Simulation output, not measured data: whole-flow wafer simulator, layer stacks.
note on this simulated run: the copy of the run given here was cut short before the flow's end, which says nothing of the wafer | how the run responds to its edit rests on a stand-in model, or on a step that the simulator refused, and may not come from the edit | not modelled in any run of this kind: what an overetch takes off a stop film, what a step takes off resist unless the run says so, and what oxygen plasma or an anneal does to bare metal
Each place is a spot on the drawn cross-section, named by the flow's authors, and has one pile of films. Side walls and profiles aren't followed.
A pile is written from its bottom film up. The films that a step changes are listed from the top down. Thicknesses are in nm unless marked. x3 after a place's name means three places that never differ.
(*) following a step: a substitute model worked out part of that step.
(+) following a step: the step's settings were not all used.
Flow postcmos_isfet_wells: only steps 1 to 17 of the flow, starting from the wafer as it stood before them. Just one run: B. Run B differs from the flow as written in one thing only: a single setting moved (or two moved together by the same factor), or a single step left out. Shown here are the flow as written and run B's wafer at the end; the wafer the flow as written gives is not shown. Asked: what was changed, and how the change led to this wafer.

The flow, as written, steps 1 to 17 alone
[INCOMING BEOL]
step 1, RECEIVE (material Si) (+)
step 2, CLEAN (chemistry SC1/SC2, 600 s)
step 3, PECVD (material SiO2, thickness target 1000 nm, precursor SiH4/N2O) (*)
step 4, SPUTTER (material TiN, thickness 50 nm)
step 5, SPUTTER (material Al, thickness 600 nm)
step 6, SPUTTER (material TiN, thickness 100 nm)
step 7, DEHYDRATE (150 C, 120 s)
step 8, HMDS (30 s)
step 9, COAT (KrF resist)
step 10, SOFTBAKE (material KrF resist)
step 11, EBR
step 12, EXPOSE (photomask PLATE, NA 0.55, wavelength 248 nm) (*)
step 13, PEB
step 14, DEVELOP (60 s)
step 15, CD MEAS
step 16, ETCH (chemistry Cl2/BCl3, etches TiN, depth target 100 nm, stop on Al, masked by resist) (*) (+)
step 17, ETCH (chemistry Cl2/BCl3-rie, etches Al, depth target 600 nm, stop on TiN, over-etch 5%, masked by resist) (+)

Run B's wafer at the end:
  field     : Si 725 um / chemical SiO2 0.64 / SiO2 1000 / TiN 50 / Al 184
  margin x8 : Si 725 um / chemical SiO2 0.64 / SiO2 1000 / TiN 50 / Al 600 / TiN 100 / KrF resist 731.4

What caused this: step 17, ETCH: depth target 416 nm was run, whereas the flow has depth target 600 nm.

The path from the change to this, step by step:
  step 17, ETCH (chemistry Cl2/BCl3-rie, etches Al, depth target 600 nm, stop on TiN, over-etch 5%, masked by resist) (+)
      field: Al loses 416 (as written it would have been: Al loses 600 (all of it))
      margin x8: KrF resist loses 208 (as written it would have been: KrF resist loses 300)
